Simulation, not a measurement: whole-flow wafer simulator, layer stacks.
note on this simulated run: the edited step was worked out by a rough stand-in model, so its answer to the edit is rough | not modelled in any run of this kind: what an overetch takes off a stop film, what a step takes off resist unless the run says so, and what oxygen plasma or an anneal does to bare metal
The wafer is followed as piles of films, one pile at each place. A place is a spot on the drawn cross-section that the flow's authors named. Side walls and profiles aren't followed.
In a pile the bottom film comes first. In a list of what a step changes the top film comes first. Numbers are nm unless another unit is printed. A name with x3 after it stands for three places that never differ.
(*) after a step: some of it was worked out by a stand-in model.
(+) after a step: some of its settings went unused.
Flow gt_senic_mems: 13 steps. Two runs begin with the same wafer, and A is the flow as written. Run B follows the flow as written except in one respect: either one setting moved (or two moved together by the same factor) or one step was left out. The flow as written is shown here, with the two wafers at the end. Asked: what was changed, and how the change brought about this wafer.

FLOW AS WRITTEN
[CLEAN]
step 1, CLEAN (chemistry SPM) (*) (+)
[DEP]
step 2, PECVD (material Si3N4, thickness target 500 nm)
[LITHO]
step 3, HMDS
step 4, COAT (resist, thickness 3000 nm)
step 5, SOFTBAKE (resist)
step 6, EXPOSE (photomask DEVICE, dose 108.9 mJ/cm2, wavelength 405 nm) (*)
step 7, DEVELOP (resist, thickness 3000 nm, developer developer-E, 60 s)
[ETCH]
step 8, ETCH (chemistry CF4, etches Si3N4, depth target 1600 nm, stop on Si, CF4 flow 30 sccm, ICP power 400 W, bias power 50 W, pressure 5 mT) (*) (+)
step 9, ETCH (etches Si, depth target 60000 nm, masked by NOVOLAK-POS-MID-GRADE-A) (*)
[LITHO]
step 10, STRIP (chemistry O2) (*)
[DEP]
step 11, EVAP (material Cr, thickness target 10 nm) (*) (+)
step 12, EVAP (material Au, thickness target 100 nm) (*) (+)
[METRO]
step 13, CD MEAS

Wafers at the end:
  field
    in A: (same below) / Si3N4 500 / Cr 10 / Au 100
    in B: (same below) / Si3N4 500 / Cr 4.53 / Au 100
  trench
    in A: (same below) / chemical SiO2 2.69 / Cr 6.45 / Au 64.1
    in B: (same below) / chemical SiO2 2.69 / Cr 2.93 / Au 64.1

The reason: step 11, EVAP: thickness target 4.53 nm was run, whereas the flow has thickness target 10 nm.
The wafer lets one read it off: field has Cr 4.53, and step 11 as written asks for 10 nm.

The path from the change to this, step by step:
  step 11, EVAP (material Cr, thickness target 10 nm) (*) (+)
      field: A Cr gains 10 (new film) | B Cr gains 4.53 (new film)
      trench: A Cr gains 6.45 (new film) | B Cr gains 2.93 (new film)
